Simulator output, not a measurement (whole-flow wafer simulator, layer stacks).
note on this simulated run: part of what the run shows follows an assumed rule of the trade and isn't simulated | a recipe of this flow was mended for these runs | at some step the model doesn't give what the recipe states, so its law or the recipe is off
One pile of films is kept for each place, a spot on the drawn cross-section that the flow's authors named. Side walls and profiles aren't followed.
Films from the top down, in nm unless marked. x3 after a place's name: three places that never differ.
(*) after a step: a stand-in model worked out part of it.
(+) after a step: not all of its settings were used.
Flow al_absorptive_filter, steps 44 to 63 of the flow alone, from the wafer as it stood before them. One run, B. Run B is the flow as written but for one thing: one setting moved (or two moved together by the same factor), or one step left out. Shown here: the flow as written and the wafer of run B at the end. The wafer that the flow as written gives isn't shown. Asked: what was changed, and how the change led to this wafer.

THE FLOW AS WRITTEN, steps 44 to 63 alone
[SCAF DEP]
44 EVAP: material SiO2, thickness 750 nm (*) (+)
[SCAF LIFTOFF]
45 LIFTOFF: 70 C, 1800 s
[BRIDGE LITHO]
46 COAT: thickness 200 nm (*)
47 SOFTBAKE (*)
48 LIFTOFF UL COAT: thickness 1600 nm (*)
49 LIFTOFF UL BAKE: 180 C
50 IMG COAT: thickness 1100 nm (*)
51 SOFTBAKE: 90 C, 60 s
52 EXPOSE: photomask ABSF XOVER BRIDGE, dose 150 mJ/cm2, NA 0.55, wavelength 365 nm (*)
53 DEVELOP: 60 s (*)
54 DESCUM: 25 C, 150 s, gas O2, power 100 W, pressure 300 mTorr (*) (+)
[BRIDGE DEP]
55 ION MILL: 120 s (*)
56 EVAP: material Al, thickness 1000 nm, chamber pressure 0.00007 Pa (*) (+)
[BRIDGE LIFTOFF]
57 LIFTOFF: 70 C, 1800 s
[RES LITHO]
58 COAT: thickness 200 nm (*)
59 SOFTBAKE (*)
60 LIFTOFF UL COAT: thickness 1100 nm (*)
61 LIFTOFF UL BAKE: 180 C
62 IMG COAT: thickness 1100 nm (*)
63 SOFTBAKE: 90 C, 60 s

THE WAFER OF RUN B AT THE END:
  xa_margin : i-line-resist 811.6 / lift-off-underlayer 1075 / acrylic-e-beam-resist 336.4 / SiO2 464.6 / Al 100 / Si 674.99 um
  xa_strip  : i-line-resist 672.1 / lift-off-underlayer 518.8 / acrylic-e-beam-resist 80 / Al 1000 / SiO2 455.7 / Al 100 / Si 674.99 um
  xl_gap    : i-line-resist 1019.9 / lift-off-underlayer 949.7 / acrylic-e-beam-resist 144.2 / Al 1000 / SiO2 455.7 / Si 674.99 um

The cause: step 44, EVAP: thickness 480 nm was run, where the flow has thickness 750 nm.

How the change led to this, step by step:
  44 EVAP: material SiO2, thickness 750 nm (*) (+)
      gnd, pad_far, pad_near and 10 more: SiO2 +480 (new film) (as written it would be: SiO2 +750 (new film))
      xa_margin: SiO2 +464.6 (new film) (as written it would be: SiO2 +726 (new film))
  45 LIFTOFF: 70 C, 1800 s
      gnd, xa_field, xl_land, idc_field: SiO2 -480 (all of it), i-line-resist -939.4 (all of it), lift-off-underlayer -1100 (all of it), acrylic-e-beam-resist -200 (all of it) (as written it would be: SiO2 -750 (all of it), i-line-resist -939.4 (all of it), lift-off-underlayer -1100 (all of it), acrylic-e-beam-resist -200 (all of it))
      pad_far: SiO2 -480 (all of it), i-line-resist -937 (all of it), lift-off-underlayer -1092.7 (all of it), acrylic-e-beam-resist -198.5 (all of it) (as written it would be: SiO2 -750 (all of it), i-line-resist -937 (all of it), lift-off-underlayer -1092.7 (all of it), acrylic-e-beam-resist -198.5 (all of it))
      (and at 5 more places)
  46 COAT: thickness 200 nm (*)
      xa_margin: acrylic-e-beam-resist +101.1 (new film) (as written it would be: acrylic-e-beam-resist +87.1 (new film))
      xa_strip: acrylic-e-beam-resist +176 (new film) (as written it would be: acrylic-e-beam-resist +156.7 (new film))
      (and at 2 more places)
  48 LIFTOFF UL COAT: thickness 1600 nm (*)
      xa_margin: lift-off-underlayer +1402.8 (new film) (as written it would be: lift-off-underlayer +1268 (new film))
      xa_strip: lift-off-underlayer +1339.2 (new film) (as written it would be: lift-off-underlayer +1219 (new film))
      (and at 3 more places)
  50 IMG COAT: thickness 1100 nm (*)
      xa_margin: i-line-resist +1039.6 (new film) (as written it would be: i-line-resist +995.2 (new film))
      xa_strip: i-line-resist +1019.5 (new film) (as written it would be: i-line-resist +962 (new film))
      (and at 2 more places)
  51 SOFTBAKE: 90 C, 60 s
      xa_strip: i-line-resist -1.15 (as written it would be: i-line-resist -1.93)
      xl_turn: i-line-resist -1.02 (as written it would be: i-line-resist -1.83)
  53 DEVELOP: 60 s (*)
      xa_strip: i-line-resist -1018.3 (all of it), lift-off-underlayer -1339.2 (all of it) (as written it would be: i-line-resist -960.1 (all of it), lift-off-underlayer -1219 (all of it))
      xl_land: i-line-resist -1109.8 (all of it), lift-off-underlayer -1662.9 (all of it) (as written it would be: i-line-resist -1117.3 (all of it), lift-off-underlayer -1706.9 (all of it))
      (and at 2 more places)
  54 DESCUM: 25 C, 150 s, gas O2, power 100 W, pressure 300 mTorr (*) (+)
      xa_strip: acrylic-e-beam-resist -176 (all of it) (as written it would be: acrylic-e-beam-resist -156.7 (all of it))
      xl_gap: acrylic-e-beam-resist -127 (all of it) (as written it would be: acrylic-e-beam-resist -97.9 (all of it))
      (and at 1 more place)
  57 LIFTOFF: 70 C, 1800 s
      xa_margin: Al -1000 (all of it), i-line-resist -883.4 (all of it), lift-off-underlayer -1402.8 (all of it), acrylic-e-beam-resist -101.1 (all of it) (as written it would be: Al -1000 (all of it), i-line-resist -836.1 (all of it), lift-off-underlayer -1268 (all of it), acrylic-e-beam-resist -87.1 (all of it))
  58 COAT: thickness 200 nm (*)
      xa_margin: acrylic-e-beam-resist +336.4 (new film) (as written it would be: acrylic-e-beam-resist +288.1 (new film))
      xa_strip: acrylic-e-beam-resist +80 (new film) (as written it would be: acrylic-e-beam-resist +66.9 (new film))
      (and at 2 more places)
  60 LIFTOFF UL COAT: thickness 1100 nm (*)
      xa_margin: lift-off-underlayer +1075 (new film) (as written it would be: lift-off-underlayer +1021 (new film))
      xa_strip: lift-off-underlayer +518.8 (new film) (as written it would be: lift-off-underlayer +459.8 (new film))
      (and at 2 more places)
  62 IMG COAT: thickness 1100 nm (*)
      xa_margin: i-line-resist +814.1 (new film) (as written it would be: i-line-resist +741.1 (new film))
      xa_strip: i-line-resist +676.8 (new film) (as written it would be: i-line-resist +577.9 (new film))
      (and at 2 more places)
  63 SOFTBAKE: 90 C, 60 s
      xa_margin: i-line-resist -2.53 (as written it would be: i-line-resist -3.13)
      xl_gap: i-line-resist -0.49 (as written it would be: i-line-resist -1.04)
      (and at 1 more place)
